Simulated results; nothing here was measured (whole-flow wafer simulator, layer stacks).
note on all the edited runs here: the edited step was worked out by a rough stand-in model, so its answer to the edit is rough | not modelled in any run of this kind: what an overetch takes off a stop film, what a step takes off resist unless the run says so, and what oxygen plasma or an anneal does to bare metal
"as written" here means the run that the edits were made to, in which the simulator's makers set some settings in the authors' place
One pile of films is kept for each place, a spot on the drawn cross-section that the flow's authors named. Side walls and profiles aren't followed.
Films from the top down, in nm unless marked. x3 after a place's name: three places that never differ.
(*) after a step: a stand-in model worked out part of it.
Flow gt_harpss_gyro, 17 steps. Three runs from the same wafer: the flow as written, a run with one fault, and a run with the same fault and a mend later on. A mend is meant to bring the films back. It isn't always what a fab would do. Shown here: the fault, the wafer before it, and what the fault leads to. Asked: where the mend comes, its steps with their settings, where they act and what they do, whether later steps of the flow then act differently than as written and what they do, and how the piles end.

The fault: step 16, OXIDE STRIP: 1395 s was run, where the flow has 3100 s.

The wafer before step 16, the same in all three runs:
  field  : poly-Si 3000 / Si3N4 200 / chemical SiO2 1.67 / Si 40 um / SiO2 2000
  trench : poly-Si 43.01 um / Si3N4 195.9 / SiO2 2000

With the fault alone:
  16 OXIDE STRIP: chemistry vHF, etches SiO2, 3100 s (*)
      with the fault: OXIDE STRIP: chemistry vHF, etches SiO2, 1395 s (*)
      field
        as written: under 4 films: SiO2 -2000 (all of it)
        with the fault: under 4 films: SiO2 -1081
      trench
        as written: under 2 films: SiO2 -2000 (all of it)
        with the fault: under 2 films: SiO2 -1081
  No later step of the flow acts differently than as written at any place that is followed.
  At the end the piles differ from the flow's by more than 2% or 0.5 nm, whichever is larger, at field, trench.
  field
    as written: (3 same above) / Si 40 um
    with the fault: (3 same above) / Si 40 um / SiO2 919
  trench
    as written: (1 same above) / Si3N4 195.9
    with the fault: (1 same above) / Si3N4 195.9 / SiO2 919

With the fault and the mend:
  The mend comes after step 17.
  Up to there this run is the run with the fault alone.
  17a OXIDE STRIP: chemistry vHF, etches SiO2, 1705 s (*) (the flow's step 16 once more, with other settings)
      field
        under 4 films: SiO2 -919 (all of it)
      trench
        under 2 films: SiO2 -919 (all of it)
  No later step of the flow acts differently than as written at any place that is followed.
  At the end the piles are the same as the flow's at every place that both follow.
